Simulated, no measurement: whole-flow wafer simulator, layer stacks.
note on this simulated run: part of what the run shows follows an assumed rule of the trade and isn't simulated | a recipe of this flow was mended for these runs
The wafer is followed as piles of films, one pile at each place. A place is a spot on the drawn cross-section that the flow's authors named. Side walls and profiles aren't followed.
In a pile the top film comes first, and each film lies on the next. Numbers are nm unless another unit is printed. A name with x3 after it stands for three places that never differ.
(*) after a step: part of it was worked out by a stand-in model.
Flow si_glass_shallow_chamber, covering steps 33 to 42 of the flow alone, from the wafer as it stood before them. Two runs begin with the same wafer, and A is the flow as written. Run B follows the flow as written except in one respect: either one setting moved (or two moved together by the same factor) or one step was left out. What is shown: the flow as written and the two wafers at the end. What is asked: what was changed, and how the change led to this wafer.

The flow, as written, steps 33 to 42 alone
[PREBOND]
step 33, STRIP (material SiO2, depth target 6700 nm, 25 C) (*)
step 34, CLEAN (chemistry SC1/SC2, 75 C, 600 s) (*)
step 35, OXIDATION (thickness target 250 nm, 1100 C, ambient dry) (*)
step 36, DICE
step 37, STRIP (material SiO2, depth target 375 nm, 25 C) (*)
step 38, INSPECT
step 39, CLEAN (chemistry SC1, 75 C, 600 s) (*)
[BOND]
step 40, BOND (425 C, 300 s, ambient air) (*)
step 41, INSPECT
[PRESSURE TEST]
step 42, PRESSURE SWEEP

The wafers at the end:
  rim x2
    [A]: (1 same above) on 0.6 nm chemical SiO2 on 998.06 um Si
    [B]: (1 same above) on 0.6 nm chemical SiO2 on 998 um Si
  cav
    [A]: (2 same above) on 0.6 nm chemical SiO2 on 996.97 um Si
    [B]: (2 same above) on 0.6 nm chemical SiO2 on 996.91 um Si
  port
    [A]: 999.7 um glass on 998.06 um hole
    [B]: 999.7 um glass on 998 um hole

The reason: step 35, OXIDATION: thickness target 387.5 nm was run, while the flow as written has thickness target 250 nm.

The path from the change to this, step by step:
  step 35, OXIDATION (thickness target 250 nm, 1100 C, ambient dry) (*)
      rim x2, cav, septum, ring: A SiO2 gains 250 (new film), chemical SiO2 loses 0.6 (all of it), Si loses 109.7 | B SiO2 gains 387.5 (new film), chemical SiO2 loses 0.6 (all of it), Si loses 170.2
  step 37, STRIP (material SiO2, depth target 375 nm, 25 C) (*)
      rim x2, cav, septum, ring: A SiO2 loses 250 (all of it) | B SiO2 loses 387.5 (all of it)
  step 40, BOND (425 C, 300 s, ambient air) (*)
      port: A glass gains 999.7 um (new film), hole gains 1017.3 | B glass gains 999.7 um (new film), hole gains 956.8
